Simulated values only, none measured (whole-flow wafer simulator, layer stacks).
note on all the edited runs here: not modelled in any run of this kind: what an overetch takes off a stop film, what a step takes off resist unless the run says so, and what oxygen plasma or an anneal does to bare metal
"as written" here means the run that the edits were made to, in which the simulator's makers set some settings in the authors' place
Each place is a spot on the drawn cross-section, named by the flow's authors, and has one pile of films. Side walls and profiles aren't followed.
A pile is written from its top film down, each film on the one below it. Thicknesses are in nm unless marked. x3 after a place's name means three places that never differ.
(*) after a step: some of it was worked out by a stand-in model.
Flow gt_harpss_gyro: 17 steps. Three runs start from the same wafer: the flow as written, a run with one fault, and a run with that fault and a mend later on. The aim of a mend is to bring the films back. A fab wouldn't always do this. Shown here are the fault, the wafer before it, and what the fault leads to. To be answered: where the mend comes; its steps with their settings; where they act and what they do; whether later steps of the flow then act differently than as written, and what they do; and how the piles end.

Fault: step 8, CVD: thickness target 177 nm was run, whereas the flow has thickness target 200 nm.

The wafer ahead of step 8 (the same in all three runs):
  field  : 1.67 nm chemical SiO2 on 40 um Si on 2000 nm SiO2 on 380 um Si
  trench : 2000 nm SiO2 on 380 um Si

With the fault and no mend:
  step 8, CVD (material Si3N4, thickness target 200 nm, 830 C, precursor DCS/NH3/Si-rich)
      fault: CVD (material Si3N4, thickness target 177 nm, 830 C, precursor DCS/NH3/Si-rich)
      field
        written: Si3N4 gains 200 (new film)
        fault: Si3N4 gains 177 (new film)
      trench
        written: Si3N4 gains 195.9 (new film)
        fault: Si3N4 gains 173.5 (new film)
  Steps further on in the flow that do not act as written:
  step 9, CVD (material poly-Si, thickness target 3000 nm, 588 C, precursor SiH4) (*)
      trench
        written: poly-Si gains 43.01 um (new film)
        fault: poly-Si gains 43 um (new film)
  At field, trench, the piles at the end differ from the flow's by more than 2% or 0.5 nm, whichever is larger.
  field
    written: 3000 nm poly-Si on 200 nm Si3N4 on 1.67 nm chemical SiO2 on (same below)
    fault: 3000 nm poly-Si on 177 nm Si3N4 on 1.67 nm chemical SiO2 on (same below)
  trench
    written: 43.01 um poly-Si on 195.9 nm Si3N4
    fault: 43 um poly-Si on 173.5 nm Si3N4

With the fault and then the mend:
  The mend stands after step 8.
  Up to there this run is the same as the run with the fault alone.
  step 8a, ETCH (chemistry h3po4, depth target 203.6 nm)
      field
        Si3N4 loses 177 (all of it)
      trench
        Si3N4 loses 173.5 (all of it)
  step 8b, CLEAN (chemistry SPM) (the flow's step 1, run once more)
      alters no film at any place that is followed
  step 8c, CVD (material Si3N4, thickness target 200 nm, 830 C, precursor DCS/NH3/Si-rich) (the flow's step 8, run once more)
      field
        Si3N4 gains 200 (new film)
      trench
        Si3N4 gains 195.9 (new film)
  None of the later steps of the flow acts differently than as written at any place that is followed.
  At every place that both follow, the piles at the end match the flow's.
